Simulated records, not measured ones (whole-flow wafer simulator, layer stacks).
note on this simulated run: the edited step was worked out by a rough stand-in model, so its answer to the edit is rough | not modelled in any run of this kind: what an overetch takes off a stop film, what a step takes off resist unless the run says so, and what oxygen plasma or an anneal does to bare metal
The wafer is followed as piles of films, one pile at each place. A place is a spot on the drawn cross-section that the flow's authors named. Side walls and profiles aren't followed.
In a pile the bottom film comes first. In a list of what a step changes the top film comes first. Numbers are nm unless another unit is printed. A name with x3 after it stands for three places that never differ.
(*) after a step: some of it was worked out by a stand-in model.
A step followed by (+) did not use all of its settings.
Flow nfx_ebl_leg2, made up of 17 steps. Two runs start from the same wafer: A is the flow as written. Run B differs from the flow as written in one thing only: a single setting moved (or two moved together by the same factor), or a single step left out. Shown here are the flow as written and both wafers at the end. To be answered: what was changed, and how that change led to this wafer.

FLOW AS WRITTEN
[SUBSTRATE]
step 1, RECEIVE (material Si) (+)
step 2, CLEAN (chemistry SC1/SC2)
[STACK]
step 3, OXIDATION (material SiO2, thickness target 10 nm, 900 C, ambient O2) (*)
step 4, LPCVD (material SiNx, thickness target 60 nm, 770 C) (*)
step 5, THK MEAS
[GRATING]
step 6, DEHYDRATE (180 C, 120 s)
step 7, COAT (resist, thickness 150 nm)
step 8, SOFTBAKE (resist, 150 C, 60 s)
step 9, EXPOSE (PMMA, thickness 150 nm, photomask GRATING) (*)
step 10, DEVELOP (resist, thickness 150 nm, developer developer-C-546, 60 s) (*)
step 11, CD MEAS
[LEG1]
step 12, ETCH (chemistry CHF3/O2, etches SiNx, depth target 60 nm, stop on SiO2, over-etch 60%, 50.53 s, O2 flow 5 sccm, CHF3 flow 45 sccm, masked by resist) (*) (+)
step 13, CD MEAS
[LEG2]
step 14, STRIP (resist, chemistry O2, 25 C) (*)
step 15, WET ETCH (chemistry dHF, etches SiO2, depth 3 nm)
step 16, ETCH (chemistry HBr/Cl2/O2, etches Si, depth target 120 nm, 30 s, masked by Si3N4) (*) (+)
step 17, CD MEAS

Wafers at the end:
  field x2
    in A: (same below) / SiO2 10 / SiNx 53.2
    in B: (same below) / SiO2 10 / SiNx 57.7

Cause: step 4, LPCVD: thickness target 64.5 nm was run, while the flow as written has thickness target 60 nm.

Step by step, how the change led to this:
  step 4, LPCVD (material SiNx, thickness target 60 nm, 770 C) (*)
      field x2, pad x2: A +60 SiNx (new film) | B +64.5 SiNx (new film)
  step 12, ETCH (chemistry CHF3/O2, etches SiNx, depth target 60 nm, stop on SiO2, over-etch 60%, 50.53 s, O2 flow 5 sccm, CHF3 flow 45 sccm, masked by resist) (*) (+)
      pad x2: A -60 SiNx (all of it), -10 SiO2 (all of it) | B -64.5 SiNx (all of it), -10 SiO2 (all of it)
